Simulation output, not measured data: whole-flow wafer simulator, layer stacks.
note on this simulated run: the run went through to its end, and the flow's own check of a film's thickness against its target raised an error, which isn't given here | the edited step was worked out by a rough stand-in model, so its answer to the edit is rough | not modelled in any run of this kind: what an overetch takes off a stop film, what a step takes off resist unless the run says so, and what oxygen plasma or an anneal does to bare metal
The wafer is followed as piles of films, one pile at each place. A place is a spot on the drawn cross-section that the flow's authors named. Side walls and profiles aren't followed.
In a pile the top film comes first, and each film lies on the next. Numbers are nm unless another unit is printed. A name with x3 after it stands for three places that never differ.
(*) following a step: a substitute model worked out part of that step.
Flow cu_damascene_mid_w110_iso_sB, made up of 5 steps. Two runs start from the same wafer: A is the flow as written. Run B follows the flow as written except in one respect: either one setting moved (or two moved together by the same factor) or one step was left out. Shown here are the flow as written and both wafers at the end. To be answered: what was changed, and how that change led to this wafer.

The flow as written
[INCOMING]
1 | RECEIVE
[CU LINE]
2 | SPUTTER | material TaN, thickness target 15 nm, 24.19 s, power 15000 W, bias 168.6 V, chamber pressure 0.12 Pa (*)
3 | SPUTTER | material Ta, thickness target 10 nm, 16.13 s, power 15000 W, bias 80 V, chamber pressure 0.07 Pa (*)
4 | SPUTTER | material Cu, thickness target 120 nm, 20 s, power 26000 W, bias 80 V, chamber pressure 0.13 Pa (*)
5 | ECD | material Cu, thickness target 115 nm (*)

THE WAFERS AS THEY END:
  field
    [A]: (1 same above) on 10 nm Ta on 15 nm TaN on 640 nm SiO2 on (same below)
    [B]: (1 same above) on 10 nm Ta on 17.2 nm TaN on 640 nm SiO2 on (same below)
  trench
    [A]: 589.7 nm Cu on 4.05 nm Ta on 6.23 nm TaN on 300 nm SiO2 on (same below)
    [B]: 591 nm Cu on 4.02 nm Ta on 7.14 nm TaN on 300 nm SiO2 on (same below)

The reason: step 2, SPUTTER: thickness target 17.2 nm was run, though the flow has thickness target 15 nm; step 2, SPUTTER: 27.82 s was run, where the flow has 24.19 s.
One can read it off the wafer: field has TaN 17.2, and step 2 as written asks for 15 nm.

Step by step, how the change led to this:
  2 | SPUTTER | material TaN, thickness target 15 nm, 24.19 s, power 15000 W, bias 168.6 V, chamber pressure 0.12 Pa (*)
      field: A TaN gains 15 (new film) | B TaN gains 17.2 (new film)
      trench: A TaN gains 6.23 (new film) | B TaN gains 7.14 (new film)
